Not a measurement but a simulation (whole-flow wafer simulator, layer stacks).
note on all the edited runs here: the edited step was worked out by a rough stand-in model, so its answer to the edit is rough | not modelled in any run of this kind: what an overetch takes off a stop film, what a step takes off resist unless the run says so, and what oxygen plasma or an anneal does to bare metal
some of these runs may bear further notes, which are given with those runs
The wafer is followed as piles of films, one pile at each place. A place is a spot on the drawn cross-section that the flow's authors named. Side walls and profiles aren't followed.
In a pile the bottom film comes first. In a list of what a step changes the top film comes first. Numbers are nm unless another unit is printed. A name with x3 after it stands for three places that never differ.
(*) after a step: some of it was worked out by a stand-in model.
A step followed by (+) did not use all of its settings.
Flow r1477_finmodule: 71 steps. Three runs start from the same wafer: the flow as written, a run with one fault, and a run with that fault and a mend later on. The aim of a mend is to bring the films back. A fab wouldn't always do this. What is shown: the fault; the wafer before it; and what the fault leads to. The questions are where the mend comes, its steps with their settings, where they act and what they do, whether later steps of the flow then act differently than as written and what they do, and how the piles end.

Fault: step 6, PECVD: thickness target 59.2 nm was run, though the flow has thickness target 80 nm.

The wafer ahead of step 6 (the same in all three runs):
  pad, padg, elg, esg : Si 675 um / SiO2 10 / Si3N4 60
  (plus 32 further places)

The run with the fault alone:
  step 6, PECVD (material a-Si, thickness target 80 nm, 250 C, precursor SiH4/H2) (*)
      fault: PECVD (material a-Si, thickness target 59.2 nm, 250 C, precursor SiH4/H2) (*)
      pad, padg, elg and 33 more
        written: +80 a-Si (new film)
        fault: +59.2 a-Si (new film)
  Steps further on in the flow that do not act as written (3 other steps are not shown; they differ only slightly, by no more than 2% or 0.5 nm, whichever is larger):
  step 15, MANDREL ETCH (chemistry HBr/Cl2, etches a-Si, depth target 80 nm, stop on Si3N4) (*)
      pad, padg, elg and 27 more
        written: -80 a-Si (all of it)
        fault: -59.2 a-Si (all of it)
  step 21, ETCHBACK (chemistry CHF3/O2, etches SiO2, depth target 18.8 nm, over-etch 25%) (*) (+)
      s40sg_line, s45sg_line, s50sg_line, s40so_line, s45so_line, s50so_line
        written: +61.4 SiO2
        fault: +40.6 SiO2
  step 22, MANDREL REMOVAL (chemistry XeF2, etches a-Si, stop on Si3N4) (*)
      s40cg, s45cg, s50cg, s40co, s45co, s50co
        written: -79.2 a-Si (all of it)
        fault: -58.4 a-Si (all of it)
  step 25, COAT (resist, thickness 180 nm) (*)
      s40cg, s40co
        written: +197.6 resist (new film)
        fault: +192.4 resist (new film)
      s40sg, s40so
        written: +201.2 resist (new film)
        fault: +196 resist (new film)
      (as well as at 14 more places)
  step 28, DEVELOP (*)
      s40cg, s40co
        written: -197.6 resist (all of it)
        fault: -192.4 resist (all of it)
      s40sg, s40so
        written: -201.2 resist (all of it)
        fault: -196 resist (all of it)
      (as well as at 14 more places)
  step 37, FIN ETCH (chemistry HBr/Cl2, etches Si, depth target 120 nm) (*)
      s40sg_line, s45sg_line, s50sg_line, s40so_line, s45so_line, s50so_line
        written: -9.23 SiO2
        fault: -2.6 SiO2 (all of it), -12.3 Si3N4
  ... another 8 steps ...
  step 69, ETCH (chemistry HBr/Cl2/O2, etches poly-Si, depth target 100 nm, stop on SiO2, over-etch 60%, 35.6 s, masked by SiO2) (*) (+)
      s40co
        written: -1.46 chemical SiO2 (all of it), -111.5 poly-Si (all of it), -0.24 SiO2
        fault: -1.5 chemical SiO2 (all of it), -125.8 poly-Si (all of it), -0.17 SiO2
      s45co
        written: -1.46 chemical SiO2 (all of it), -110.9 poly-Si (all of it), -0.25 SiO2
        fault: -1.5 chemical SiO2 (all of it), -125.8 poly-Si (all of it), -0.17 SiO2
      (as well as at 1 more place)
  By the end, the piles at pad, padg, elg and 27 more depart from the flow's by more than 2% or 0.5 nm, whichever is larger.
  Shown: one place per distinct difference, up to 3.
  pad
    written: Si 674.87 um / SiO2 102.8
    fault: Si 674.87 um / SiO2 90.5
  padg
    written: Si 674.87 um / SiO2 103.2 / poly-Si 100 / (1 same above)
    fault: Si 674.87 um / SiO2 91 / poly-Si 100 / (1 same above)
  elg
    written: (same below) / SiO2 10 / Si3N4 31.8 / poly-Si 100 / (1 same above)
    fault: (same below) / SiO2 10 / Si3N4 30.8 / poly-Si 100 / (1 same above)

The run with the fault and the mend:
  The mend follows step 7.
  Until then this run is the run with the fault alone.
  step 7a, PECVD (material a-Si, thickness target 20.8 nm, 250 C, precursor SiH4/H2) (*) (the flow's step 6, run once more with other settings)
      pad, padg, elg and 33 more
        +20.8 a-Si
  Every later step of the flow that is run acts as written at every place that is followed.
  At every place that both follow, the piles at the end match the flow's.
